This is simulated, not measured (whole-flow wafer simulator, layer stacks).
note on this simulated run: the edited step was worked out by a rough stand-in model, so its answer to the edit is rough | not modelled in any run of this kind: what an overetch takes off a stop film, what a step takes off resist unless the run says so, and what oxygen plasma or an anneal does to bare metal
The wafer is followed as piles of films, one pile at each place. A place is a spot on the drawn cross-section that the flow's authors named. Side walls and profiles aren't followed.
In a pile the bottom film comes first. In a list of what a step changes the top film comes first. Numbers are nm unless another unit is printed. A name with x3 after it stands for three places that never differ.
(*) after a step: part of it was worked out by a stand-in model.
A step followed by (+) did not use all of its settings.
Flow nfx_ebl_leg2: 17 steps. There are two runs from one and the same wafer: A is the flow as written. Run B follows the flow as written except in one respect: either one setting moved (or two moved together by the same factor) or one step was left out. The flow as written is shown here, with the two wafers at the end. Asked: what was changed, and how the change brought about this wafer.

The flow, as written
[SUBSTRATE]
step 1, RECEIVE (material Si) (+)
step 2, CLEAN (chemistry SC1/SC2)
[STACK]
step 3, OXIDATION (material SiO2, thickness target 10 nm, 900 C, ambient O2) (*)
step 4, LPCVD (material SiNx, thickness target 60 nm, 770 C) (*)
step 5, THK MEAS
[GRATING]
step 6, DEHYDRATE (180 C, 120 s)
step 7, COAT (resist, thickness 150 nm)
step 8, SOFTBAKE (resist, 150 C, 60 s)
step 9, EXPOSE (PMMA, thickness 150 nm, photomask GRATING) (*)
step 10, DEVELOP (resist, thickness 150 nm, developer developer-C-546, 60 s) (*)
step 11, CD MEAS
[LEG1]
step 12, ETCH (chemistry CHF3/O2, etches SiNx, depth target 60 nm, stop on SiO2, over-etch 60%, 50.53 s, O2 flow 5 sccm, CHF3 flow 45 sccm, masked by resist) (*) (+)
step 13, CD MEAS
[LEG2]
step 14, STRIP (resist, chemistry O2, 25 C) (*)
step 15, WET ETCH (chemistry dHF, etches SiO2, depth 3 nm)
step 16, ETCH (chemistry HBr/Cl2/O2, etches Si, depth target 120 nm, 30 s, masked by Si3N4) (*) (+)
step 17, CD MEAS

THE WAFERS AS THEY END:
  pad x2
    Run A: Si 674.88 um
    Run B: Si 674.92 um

What caused this: step 16, ETCH: depth target 72 nm was run, though the flow has depth target 120 nm.

Step by step, how the change led to this:
  step 16, ETCH (chemistry HBr/Cl2/O2, etches Si, depth target 120 nm, 30 s, masked by Si3N4) (*) (+)
      pad x2: A -120 Si | B -72 Si
